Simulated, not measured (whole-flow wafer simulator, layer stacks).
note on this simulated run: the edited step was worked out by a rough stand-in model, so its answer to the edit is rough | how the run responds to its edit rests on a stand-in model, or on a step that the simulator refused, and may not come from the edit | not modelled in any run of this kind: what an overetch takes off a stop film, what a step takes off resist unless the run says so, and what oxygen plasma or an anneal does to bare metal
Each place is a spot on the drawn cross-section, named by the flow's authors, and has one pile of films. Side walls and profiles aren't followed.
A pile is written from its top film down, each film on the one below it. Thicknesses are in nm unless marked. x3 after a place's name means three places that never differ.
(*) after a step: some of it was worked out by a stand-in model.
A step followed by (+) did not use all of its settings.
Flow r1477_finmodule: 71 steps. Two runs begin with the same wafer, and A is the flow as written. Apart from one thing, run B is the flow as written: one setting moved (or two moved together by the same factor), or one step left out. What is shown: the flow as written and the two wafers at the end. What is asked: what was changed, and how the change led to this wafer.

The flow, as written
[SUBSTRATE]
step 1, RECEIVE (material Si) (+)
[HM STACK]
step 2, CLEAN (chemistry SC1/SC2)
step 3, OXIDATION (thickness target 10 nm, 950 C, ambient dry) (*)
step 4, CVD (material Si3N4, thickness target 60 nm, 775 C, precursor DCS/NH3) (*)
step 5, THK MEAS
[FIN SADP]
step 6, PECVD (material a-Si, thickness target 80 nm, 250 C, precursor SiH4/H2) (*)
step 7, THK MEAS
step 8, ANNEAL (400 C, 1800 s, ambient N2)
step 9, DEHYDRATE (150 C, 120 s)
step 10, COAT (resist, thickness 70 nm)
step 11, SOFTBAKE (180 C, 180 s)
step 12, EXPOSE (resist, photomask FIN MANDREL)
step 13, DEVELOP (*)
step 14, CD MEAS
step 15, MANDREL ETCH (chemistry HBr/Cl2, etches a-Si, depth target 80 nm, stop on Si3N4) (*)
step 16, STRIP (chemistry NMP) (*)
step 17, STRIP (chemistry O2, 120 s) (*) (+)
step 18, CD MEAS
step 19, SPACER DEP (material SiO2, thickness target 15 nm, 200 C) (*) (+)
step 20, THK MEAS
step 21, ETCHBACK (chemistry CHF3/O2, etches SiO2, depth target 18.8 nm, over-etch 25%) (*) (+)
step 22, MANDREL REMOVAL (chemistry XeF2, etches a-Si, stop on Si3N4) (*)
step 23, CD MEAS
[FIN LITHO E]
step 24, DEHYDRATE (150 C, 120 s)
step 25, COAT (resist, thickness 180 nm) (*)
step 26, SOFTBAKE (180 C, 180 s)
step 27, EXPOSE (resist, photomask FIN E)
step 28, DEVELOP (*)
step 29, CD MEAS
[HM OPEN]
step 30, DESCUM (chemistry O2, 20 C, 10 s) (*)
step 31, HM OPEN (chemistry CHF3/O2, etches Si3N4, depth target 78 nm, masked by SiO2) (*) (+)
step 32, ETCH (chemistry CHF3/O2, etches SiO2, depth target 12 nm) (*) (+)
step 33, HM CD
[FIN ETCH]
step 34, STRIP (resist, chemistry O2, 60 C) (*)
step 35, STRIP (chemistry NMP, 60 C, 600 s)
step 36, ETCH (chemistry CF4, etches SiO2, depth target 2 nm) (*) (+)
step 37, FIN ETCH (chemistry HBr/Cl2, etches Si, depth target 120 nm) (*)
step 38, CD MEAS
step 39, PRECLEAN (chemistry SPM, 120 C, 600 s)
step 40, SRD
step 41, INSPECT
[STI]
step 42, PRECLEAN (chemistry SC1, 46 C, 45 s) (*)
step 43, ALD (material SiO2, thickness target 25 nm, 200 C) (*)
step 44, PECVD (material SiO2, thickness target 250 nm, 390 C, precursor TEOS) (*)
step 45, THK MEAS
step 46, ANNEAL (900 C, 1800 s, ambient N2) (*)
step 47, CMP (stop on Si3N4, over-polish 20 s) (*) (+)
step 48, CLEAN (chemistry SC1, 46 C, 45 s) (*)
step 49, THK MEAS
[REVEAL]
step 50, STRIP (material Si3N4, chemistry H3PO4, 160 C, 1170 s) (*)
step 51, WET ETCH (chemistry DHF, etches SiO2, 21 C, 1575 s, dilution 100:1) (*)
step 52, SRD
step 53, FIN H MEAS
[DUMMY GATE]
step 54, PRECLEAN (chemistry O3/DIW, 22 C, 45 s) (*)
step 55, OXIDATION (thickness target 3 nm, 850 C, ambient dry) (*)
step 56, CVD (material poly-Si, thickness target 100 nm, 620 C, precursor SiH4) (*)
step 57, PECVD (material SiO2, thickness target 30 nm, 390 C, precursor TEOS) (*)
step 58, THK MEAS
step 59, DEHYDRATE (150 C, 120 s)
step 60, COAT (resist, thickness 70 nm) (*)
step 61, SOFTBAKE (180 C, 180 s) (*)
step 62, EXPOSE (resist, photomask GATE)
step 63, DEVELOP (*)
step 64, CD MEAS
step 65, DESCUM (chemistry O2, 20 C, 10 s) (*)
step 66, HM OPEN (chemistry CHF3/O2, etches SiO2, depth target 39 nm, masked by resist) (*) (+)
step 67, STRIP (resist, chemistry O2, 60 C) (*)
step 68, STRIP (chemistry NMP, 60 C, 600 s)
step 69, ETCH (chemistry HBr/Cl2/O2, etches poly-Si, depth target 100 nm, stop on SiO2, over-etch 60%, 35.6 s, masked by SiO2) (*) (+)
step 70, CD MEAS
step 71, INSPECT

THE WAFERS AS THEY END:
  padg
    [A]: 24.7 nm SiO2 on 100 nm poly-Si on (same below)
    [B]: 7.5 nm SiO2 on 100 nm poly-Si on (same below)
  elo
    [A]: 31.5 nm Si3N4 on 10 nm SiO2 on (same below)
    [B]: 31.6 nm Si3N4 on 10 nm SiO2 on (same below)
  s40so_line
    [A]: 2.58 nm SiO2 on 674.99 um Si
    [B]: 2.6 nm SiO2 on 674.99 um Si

The reason: step 57, PECVD: thickness target 12.8 nm was run, though the flow has thickness target 30 nm.

The path from the change to this, step by step:
  step 57, PECVD (material SiO2, thickness target 30 nm, 390 C, precursor TEOS) (*)
      pad, padg, elg and 33 more: A SiO2 gains 30 (new film) | B SiO2 gains 12.8 (new film)
  step 66, HM OPEN (chemistry CHF3/O2, etches SiO2, depth target 39 nm, masked by resist) (*) (+)
      pad, elo, eso and 15 more: A SiO2 loses 30 (all of it), poly-Si loses 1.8 | B SiO2 loses 12.8 (all of it), poly-Si loses 1.28
      padg, elg, esg and 15 more: A resist loses 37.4 | B resist loses 18.4
  step 67, STRIP (resist, chemistry O2, 60 C) (*)
      padg, elg, esg: A resist loses 15.9 (all of it) | B resist loses 34.9 (all of it)
      e40lg, e100lg: A resist loses 12.8 (all of it) | B resist loses 31.7 (all of it)
      (and at 13 other places as well)
